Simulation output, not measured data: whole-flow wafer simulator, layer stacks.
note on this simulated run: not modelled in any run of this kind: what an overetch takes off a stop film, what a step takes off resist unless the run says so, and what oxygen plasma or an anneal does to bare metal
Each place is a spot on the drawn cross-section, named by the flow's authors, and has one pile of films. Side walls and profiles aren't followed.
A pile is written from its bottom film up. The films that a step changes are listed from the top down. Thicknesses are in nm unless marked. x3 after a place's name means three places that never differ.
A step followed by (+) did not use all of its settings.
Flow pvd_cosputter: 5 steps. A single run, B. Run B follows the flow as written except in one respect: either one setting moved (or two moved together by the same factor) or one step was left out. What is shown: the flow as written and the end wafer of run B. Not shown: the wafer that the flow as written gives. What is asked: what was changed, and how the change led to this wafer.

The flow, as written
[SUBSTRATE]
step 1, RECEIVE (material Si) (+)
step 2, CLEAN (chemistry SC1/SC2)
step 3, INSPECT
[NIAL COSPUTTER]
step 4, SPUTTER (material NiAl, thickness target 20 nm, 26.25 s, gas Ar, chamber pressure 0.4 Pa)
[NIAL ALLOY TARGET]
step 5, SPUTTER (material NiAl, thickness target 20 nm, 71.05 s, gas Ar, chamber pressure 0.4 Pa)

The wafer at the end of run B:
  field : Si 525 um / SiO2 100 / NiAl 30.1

Cause: step 5, SPUTTER: thickness target 10.12 nm was run, though the flow has thickness target 20 nm; step 5, SPUTTER: 35.95 s was run, where the flow has 71.05 s.

The path from the change to this, step by step:
  step 5, SPUTTER (material NiAl, thickness target 20 nm, 71.05 s, gas Ar, chamber pressure 0.4 Pa)
      field: NiAl gains 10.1 (it would be, as written: NiAl gains 20)
